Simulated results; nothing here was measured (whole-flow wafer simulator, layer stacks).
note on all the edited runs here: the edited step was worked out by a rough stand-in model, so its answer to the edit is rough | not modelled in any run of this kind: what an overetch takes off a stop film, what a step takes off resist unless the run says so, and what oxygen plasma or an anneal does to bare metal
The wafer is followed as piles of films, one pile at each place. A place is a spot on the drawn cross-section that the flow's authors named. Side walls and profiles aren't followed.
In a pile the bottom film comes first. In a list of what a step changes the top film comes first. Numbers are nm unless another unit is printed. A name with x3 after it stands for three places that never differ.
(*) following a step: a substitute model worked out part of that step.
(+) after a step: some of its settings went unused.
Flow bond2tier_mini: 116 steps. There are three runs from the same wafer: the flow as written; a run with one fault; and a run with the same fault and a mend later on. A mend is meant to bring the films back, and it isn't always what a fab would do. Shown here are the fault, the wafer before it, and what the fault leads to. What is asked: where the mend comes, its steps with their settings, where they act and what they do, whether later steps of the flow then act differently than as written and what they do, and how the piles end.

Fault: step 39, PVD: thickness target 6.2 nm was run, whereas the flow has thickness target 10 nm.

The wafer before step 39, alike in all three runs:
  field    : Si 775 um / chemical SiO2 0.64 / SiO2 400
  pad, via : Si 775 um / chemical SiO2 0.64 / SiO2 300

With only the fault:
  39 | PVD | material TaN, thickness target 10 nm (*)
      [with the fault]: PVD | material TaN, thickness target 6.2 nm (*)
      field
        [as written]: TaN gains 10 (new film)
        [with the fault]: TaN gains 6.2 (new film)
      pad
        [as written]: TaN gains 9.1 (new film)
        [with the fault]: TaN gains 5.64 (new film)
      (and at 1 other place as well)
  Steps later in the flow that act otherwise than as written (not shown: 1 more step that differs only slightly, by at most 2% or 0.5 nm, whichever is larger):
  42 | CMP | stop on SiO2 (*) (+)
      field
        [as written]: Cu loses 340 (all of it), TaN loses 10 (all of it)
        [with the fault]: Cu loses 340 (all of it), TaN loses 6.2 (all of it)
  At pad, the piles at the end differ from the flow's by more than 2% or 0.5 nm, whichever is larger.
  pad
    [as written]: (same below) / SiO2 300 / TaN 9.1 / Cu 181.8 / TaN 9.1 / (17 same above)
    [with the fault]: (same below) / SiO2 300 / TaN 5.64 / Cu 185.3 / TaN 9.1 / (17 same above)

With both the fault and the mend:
  After step 39 comes the mend.
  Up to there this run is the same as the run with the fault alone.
  39a | PVD | material TaN, thickness target 3.8 nm (*) (a further turn of the flow's step 39, with different settings)
      field
        TaN gains 3.8
      pad
        TaN gains 3.46
      via
        TaN gains 3.79
  Every later step of the flow that is run acts as written at every place that is followed.
  By the end, the piles equal the flow's at every place that both follow.
